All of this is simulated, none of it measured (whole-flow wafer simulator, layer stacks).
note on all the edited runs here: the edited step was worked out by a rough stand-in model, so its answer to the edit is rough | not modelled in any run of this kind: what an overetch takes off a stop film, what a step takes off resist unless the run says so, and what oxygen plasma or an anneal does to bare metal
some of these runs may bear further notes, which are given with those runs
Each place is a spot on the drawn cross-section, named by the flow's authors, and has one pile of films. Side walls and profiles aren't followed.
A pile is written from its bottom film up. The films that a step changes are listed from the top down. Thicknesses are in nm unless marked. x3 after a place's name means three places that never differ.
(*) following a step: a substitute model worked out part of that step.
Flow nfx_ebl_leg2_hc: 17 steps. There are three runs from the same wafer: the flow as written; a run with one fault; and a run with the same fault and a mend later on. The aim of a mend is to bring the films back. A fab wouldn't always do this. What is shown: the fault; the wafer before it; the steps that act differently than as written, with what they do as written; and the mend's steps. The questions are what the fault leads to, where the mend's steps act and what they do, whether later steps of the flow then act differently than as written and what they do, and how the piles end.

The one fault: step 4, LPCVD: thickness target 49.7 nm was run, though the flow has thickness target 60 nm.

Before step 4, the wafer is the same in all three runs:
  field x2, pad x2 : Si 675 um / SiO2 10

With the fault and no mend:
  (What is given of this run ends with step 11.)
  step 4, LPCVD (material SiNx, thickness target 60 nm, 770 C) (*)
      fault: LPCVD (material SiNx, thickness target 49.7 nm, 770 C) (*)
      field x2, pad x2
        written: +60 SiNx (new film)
        fault: +49.7 SiNx (new film)
  Every later step of the flow up to step 11 that is run acts as written at every place that is followed.
  The piles after step 11 differ from the flow's at field x2, pad x2 by more than 2% or 0.5 nm, whichever is larger.
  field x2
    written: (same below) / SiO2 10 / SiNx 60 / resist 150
    fault: (same below) / SiO2 10 / SiNx 49.7 / resist 150
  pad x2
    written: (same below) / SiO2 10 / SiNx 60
    fault: (same below) / SiO2 10 / SiNx 49.7

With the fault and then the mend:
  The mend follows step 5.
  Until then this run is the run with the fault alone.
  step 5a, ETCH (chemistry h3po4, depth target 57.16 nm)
      field x2, pad x2
        -49.7 SiNx (all of it)
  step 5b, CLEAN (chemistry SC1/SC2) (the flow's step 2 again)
      does not change any film at any place that is followed
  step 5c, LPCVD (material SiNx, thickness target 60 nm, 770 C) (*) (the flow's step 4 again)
      field x2, pad x2
        +60 SiNx (new film)
  Every later step of the flow that is run acts as written at every place that is followed.
  The piles end the same as the flow's at every place that both follow.
